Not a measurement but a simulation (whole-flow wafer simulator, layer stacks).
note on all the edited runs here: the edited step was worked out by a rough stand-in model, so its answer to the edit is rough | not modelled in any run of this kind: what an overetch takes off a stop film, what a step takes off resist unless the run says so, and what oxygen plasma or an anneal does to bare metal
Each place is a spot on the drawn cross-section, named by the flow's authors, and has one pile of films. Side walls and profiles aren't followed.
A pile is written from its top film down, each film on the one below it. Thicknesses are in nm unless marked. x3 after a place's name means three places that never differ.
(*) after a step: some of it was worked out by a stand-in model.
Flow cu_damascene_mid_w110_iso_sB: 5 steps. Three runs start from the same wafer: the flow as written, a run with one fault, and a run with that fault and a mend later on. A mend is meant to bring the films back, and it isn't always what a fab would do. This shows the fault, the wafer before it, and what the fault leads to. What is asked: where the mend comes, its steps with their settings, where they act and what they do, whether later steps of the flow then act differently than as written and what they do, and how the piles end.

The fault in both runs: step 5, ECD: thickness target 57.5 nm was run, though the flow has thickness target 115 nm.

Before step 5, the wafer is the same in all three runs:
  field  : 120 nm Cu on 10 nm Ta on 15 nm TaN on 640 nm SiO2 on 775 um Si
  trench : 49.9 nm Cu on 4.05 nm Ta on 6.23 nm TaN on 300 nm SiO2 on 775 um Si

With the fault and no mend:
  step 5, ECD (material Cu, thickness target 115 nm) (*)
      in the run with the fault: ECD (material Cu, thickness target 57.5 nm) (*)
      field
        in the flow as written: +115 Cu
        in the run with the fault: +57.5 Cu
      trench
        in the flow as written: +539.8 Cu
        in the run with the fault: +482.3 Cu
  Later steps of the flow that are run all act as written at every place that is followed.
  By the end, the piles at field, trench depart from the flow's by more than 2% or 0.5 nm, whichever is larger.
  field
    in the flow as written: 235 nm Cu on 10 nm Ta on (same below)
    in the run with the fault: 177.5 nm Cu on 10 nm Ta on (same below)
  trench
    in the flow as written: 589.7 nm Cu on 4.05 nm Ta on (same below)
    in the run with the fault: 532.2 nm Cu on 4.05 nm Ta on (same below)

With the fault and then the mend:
  After step 5 comes the mend.
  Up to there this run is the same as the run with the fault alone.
  step 5a, ECD (material Cu, thickness target 57.5 nm) (a further turn of the flow's step 5, with different settings)
      field, trench
        +57.5 Cu
  Later steps of the flow that are run all act as written at every place that is followed.
  At every place that both follow, the piles at the end match the flow's.
